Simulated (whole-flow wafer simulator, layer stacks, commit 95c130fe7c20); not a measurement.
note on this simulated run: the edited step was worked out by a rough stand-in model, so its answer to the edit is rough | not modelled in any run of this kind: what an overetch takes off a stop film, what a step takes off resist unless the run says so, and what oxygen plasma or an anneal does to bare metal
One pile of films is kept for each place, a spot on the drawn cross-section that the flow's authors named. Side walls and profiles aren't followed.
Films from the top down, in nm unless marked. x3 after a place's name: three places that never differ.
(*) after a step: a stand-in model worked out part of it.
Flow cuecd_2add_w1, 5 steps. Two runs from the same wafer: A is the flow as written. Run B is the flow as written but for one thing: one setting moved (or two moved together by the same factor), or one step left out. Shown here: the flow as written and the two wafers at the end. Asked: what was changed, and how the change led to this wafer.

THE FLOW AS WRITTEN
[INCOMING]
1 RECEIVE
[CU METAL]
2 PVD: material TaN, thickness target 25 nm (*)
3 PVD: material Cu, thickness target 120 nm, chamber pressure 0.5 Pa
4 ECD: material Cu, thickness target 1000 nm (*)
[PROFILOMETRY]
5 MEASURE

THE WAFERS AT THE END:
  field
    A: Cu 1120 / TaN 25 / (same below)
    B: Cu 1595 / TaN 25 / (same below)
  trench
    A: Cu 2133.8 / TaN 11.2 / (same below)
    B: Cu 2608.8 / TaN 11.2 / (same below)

The cause: step 4, ECD: thickness target 1475 nm was run, where the flow has thickness target 1000 nm.

How the change led to this, step by step:
  4 ECD: material Cu, thickness target 1000 nm (*)
      field: A Cu +1000 | B Cu +1475
      trench: A Cu +2080.2 | B Cu +2555.2
